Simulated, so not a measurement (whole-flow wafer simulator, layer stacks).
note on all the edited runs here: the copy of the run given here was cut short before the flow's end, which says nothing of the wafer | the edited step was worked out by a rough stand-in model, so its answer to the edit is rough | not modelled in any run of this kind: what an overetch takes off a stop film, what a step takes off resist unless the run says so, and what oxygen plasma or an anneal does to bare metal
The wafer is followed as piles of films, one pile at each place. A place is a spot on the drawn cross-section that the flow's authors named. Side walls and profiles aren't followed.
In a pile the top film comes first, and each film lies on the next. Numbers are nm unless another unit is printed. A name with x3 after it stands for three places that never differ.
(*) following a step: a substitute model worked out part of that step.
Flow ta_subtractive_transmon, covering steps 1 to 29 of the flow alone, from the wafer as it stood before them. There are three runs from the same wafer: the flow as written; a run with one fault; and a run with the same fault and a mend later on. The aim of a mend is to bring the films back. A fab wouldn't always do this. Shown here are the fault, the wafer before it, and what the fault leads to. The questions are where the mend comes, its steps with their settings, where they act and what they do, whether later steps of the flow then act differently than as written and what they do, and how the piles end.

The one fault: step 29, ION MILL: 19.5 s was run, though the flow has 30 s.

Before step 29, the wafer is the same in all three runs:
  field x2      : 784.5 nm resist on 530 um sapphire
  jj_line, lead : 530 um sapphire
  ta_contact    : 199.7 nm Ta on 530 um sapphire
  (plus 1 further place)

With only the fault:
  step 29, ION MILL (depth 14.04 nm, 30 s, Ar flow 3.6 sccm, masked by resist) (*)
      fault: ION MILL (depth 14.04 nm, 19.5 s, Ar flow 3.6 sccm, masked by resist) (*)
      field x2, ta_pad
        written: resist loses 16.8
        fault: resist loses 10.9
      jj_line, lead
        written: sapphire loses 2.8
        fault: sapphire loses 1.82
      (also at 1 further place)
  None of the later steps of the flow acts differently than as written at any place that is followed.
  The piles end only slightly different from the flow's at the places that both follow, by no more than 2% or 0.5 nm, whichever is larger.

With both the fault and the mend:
  After step 29 comes the mend.
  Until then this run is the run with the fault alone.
  step 29a, ION MILL (depth 14.04 nm, 10.5 s, Ar flow 3.6 sccm, masked by resist) (*) (a further turn of the flow's step 29, with different settings)
      field x2, ta_pad
        resist loses 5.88
      jj_line, lead
        sapphire loses 0.98
      ta_contact
        Ta loses 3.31
  None of the later steps of the flow acts differently than as written at any place that is followed.
  The piles end the same as the flow's at every place that both follow.
